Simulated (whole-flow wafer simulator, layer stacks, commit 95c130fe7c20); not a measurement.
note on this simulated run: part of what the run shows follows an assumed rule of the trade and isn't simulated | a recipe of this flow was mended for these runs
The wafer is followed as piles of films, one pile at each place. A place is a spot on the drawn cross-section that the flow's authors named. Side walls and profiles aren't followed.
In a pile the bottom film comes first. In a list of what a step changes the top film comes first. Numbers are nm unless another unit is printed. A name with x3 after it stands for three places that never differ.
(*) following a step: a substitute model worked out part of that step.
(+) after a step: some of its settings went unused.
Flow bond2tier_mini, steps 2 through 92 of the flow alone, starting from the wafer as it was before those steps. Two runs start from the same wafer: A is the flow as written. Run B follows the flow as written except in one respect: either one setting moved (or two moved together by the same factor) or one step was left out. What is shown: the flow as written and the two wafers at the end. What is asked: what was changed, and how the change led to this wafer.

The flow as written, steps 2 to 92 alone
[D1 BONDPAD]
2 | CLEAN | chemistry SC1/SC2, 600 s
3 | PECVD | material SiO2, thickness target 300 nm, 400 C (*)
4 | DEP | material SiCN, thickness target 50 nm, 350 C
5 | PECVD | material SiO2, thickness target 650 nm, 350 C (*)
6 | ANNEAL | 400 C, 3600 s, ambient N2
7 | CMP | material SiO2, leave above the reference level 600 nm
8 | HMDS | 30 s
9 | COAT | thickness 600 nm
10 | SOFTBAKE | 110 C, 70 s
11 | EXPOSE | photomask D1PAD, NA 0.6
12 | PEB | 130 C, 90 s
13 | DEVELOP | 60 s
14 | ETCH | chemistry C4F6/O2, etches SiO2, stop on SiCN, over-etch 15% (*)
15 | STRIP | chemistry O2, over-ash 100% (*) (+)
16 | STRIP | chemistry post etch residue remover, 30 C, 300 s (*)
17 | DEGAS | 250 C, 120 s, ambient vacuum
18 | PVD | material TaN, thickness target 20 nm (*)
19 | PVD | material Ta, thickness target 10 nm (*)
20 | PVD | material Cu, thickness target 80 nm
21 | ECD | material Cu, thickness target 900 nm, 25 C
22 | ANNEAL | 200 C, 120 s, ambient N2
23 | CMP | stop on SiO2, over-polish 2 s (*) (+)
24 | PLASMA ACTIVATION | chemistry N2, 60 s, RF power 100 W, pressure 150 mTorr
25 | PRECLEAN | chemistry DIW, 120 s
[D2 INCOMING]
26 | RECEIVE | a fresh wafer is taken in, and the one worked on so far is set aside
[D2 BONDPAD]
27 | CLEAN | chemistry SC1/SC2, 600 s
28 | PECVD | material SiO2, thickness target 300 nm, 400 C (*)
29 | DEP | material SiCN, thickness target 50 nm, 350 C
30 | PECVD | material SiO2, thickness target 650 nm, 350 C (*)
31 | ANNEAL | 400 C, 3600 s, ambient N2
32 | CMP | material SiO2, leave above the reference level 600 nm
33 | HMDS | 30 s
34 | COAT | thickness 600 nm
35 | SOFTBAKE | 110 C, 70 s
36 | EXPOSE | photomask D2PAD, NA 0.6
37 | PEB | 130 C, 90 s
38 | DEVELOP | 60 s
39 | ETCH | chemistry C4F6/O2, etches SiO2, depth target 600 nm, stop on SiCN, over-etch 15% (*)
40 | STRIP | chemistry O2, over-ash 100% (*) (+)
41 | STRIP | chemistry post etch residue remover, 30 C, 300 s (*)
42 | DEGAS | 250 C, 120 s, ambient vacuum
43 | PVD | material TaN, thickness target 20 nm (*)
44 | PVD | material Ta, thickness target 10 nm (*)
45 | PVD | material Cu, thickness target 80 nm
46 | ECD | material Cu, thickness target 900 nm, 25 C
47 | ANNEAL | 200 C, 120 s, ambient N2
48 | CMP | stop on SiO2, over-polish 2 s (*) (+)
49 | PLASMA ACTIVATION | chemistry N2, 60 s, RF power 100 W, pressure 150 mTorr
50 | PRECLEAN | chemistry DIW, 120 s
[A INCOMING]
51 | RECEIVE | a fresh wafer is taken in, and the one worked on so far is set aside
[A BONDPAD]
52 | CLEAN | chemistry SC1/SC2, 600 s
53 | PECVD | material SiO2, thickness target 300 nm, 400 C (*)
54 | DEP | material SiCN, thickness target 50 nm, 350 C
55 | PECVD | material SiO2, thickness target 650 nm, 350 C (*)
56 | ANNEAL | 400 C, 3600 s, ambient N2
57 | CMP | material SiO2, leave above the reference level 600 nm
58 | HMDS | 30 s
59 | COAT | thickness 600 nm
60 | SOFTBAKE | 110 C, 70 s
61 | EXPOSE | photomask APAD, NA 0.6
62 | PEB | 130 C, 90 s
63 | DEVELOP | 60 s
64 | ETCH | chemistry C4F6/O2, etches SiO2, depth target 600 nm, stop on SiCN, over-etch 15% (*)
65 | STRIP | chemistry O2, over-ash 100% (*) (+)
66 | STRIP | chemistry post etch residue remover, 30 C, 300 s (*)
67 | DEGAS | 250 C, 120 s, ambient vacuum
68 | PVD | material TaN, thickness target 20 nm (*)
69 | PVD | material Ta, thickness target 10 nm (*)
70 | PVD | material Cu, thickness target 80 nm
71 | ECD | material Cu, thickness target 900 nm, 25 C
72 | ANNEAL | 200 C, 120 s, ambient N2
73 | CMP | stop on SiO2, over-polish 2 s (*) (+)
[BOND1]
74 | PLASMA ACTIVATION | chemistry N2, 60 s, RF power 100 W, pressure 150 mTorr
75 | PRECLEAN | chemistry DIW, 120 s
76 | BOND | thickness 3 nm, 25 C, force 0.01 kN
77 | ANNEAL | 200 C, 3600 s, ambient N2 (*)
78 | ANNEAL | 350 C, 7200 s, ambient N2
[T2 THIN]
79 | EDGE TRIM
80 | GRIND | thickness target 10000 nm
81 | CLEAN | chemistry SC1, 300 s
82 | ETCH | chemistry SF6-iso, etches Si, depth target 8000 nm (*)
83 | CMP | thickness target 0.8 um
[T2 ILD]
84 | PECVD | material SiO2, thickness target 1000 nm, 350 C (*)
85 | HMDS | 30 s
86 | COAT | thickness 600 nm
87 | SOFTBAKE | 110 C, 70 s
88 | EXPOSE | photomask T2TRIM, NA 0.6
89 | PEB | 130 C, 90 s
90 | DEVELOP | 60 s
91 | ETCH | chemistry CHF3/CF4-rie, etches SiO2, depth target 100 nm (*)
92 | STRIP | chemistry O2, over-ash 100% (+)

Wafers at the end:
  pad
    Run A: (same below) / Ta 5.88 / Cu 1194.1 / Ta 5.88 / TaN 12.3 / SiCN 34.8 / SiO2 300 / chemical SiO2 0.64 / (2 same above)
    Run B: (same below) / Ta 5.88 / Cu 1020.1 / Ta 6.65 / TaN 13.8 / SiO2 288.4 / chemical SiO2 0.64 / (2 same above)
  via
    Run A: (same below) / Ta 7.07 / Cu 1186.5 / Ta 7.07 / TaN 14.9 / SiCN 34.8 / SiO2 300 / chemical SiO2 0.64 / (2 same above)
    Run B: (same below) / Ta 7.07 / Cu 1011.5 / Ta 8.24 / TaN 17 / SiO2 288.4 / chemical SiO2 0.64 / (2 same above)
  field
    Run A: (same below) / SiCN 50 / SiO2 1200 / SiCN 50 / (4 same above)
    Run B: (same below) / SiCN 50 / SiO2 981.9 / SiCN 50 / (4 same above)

What caused this: step 5, PECVD: thickness target 381.9 nm was run, while the flow as written has thickness target 650 nm.

Step by step, how the change led to this:
  5 | PECVD | material SiO2, thickness target 650 nm, 350 C (*)
      field, pad, via: A +650 SiO2 (new film) | B +381.9 SiO2 (new film)
  7 | CMP | material SiO2, leave above the reference level 600 nm
      field, pad, via: A -50 SiO2 | B nothing
  14 | ETCH | chemistry C4F6/O2, etches SiO2, stop on SiCN, over-etch 15% (*)
      pad, via: A -600 SiO2 (all of it), -15.2 SiCN | B -381.9 SiO2 (all of it), -50 SiCN (all of it), -11.6 SiO2
      field: A -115 thick-KrF-resist | B -73.2 thick-KrF-resist
  15 | STRIP | chemistry O2, over-ash 100% (*) (+)
      field: A -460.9 thick-KrF-resist (all of it) | B -502.7 thick-KrF-resist (all of it)
  18 | PVD | material TaN, thickness target 20 nm (*)
      pad: A +12.3 TaN (new film) | B +13.8 TaN (new film)
      via: A +14.9 TaN (new film) | B +17 TaN (new film)
  19 | PVD | material Ta, thickness target 10 nm (*)
      pad: A +5.88 Ta (new film) | B +6.65 Ta (new film)
      via: A +7.07 Ta (new film) | B +8.24 Ta (new film)
  20 | PVD | material Cu, thickness target 80 nm
      pad: A +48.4 Cu (new film) | B +54.4 Cu (new film)
      via: A +59 Cu (new film) | B +67.7 Cu (new film)
  21 | ECD | material Cu, thickness target 900 nm, 25 C
      pad: A +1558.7 Cu | B +1378.7 Cu
      via: A +1544.3 Cu | B +1360.6 Cu
  76 | BOND | thickness 3 nm, 25 C, force 0.01 kN
      pad: A +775 um Si (new film), +0.64 chemical SiO2 (new film), +300 SiO2 (new film), +34.8 SiCN (new film), +12.3 TaN (new film), +5.88 Ta (new film), +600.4 Cu | B +775 um Si (new film), +0.64 chemical SiO2 (new film), +288.4 SiO2 (new film), +13.8 TaN (new film), +6.65 Ta (new film), +426.4 Cu
      via: A +775 um Si (new film), +0.64 chemical SiO2 (new film), +300 SiO2 (new film), +34.8 SiCN (new film), +14.9 TaN (new film), +7.07 Ta (new film), +596.6 Cu | B +775 um Si (new film), +0.64 chemical SiO2 (new film), +288.4 SiO2 (new film), +17 TaN (new film), +8.24 Ta (new film), +421.6 Cu
      (and at 1 other place as well)
